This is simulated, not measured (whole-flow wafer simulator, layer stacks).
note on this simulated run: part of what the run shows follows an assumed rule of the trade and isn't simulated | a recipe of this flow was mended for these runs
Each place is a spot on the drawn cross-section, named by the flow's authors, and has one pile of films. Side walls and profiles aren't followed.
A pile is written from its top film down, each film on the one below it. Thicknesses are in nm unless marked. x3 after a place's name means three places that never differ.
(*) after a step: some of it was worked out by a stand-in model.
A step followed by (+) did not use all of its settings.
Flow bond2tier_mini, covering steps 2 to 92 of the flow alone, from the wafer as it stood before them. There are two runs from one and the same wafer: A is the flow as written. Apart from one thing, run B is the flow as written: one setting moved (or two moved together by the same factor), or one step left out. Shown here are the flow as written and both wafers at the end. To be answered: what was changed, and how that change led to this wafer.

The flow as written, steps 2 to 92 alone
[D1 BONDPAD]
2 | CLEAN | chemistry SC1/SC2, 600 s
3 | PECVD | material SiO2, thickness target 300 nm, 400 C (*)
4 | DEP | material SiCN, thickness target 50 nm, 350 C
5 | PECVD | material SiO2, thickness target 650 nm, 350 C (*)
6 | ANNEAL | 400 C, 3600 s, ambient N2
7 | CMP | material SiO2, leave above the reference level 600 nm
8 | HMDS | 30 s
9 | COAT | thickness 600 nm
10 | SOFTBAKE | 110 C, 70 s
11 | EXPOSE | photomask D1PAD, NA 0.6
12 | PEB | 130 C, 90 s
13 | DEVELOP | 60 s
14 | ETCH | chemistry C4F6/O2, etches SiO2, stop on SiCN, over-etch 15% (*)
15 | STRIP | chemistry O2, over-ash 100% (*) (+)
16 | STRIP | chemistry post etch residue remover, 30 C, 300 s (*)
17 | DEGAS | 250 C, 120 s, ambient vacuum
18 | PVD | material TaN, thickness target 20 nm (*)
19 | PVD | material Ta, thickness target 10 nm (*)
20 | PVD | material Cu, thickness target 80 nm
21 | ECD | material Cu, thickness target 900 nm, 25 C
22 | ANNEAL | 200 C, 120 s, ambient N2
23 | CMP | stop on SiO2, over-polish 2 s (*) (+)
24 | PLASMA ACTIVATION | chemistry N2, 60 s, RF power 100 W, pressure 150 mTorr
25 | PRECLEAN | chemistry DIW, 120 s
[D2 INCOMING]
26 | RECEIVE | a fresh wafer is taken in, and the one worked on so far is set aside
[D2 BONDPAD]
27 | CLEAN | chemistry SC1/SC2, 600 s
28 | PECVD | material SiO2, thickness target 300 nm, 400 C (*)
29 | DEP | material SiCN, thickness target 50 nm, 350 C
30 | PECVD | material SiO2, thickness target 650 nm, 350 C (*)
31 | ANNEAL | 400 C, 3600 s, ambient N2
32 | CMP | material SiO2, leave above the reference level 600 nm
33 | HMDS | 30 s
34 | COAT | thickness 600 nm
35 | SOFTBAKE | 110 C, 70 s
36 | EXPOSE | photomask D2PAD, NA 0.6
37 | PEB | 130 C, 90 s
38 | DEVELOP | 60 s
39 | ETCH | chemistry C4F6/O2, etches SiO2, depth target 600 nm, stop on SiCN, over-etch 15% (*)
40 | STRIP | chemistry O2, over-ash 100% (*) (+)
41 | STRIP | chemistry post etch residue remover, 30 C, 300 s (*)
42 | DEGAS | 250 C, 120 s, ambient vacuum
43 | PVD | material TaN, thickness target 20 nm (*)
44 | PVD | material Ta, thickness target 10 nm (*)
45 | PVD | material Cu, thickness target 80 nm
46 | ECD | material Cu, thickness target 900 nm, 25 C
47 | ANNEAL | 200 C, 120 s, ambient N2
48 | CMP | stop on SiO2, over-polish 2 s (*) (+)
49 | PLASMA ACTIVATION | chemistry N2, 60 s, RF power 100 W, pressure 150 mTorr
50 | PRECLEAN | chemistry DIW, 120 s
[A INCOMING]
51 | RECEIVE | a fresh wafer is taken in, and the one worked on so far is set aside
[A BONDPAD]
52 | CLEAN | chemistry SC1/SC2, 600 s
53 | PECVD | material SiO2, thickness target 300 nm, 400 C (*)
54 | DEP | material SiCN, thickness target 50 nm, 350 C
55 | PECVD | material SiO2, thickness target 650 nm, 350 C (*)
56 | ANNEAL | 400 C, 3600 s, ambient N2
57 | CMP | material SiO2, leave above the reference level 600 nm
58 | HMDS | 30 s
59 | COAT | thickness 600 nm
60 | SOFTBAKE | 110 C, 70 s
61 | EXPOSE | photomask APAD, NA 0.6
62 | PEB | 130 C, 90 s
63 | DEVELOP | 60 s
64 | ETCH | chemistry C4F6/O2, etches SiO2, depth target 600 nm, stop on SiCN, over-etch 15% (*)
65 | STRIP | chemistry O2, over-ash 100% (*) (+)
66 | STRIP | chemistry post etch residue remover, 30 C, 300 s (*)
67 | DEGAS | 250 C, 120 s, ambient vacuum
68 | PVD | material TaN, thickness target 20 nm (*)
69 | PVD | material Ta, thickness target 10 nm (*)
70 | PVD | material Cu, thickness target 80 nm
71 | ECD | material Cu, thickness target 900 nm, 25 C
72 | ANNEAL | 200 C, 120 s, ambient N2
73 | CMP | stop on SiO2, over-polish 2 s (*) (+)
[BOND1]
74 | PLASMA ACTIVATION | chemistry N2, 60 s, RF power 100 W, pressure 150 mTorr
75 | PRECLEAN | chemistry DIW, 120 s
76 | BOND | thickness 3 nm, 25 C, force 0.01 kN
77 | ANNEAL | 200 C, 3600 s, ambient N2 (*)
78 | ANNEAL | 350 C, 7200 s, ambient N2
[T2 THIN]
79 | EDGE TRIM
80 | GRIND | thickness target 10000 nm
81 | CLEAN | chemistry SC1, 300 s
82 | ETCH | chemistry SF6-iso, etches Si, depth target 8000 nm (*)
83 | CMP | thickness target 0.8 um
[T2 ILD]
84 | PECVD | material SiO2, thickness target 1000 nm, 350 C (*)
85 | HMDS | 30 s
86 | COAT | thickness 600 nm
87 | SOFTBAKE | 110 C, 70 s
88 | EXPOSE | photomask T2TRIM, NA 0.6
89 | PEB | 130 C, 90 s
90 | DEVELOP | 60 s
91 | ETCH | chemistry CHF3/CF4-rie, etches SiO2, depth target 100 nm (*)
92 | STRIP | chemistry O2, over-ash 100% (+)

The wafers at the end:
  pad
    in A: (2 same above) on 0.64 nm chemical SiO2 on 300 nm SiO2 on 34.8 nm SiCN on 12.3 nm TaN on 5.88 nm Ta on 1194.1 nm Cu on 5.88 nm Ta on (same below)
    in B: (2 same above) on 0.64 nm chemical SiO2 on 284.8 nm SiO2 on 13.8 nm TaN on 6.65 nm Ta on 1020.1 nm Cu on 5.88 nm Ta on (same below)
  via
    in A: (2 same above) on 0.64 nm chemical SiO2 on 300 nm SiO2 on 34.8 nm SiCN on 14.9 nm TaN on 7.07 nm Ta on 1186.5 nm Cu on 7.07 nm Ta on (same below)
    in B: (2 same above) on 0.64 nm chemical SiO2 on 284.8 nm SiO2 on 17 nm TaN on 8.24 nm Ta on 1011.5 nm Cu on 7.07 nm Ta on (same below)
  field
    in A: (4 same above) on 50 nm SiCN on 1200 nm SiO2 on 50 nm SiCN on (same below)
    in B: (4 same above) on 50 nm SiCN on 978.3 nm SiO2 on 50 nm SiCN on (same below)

Cause: step 5, PECVD: thickness target 378.3 nm was run, while the flow as written has thickness target 650 nm.

How this came from the change, step by step:
  5 | PECVD | material SiO2, thickness target 650 nm, 350 C (*)
      field, pad, via: A SiO2 gains 650 (new film) | B SiO2 gains 378.3 (new film)
  7 | CMP | material SiO2, leave above the reference level 600 nm
      field, pad, via: A SiO2 loses 50 | B nothing
  14 | ETCH | chemistry C4F6/O2, etches SiO2, stop on SiCN, over-etch 15% (*)
      pad, via: A SiO2 loses 600 (all of it), SiCN loses 15.2 | B SiO2 loses 378.3 (all of it), SiCN loses 50 (all of it), SiO2 loses 15.2
      field: A thick-KrF-resist loses 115 | B thick-KrF-resist loses 72.5
  15 | STRIP | chemistry O2, over-ash 100% (*) (+)
      field: A thick-KrF-resist loses 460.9 (all of it) | B thick-KrF-resist loses 503.4 (all of it)
  18 | PVD | material TaN, thickness target 20 nm (*)
      pad: A TaN gains 12.3 (new film) | B TaN gains 13.8 (new film)
      via: A TaN gains 14.9 (new film) | B TaN gains 17 (new film)
  19 | PVD | material Ta, thickness target 10 nm (*)
      pad: A Ta gains 5.88 (new film) | B Ta gains 6.65 (new film)
      via: A Ta gains 7.07 (new film) | B Ta gains 8.24 (new film)
  20 | PVD | material Cu, thickness target 80 nm
      pad: A Cu gains 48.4 (new film) | B Cu gains 54.4 (new film)
      via: A Cu gains 59 (new film) | B Cu gains 67.7 (new film)
  21 | ECD | material Cu, thickness target 900 nm, 25 C
      pad: A Cu gains 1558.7 | B Cu gains 1378.7
      via: A Cu gains 1544.3 | B Cu gains 1360.6
  76 | BOND | thickness 3 nm, 25 C, force 0.01 kN
      pad: A Si gains 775 um (new film), chemical SiO2 gains 0.64 (new film), SiO2 gains 300 (new film), SiCN gains 34.8 (new film), TaN gains 12.3 (new film), Ta gains 5.88 (new film), Cu gains 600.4 | B Si gains 775 um (new film), chemical SiO2 gains 0.64 (new film), SiO2 gains 284.8 (new film), TaN gains 13.8 (new film), Ta gains 6.65 (new film), Cu gains 426.4
      via: A Si gains 775 um (new film), chemical SiO2 gains 0.64 (new film), SiO2 gains 300 (new film), SiCN gains 34.8 (new film), TaN gains 14.9 (new film), Ta gains 7.07 (new film), Cu gains 596.6 | B Si gains 775 um (new film), chemical SiO2 gains 0.64 (new film), SiO2 gains 284.8 (new film), TaN gains 17 (new film), Ta gains 8.24 (new film), Cu gains 421.6
      (and at 1 other place as well)
